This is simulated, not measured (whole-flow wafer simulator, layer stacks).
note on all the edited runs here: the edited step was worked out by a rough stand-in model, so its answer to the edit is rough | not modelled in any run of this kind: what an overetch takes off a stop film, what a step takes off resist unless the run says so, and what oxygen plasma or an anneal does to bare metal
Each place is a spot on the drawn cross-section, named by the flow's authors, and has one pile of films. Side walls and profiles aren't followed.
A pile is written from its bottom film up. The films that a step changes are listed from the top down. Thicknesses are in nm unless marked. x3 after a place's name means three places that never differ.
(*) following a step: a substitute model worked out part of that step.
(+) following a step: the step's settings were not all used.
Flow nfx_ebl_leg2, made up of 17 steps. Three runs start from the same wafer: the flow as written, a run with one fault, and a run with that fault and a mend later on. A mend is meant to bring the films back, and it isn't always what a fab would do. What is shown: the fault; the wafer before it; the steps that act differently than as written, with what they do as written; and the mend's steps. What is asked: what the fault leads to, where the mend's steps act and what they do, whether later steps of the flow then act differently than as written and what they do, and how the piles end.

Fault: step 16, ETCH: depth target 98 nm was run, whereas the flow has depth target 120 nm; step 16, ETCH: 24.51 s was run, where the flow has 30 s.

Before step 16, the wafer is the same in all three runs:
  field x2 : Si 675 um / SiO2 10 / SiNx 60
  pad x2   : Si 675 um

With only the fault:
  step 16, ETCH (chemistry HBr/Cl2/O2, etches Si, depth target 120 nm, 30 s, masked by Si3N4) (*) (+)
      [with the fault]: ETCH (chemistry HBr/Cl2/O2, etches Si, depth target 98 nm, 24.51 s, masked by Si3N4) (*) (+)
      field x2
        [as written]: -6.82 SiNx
        [with the fault]: -5.57 SiNx
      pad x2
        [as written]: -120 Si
        [with the fault]: -98 Si
  Later steps of the flow that are run all act as written at every place that is followed.
  At field x2, the piles at the end differ from the flow's by more than 2% or 0.5 nm, whichever is larger.
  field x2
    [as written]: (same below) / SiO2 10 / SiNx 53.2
    [with the fault]: (same below) / SiO2 10 / SiNx 54.4

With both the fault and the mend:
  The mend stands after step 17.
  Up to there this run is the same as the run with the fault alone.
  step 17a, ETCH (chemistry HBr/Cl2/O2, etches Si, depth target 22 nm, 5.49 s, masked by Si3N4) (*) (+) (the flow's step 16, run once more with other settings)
      field x2
        -1.25 SiNx
      pad x2
        -22 Si
  Later steps of the flow that are run all act as written at every place that is followed.
  The piles end the same as the flow's at every place that both follow.
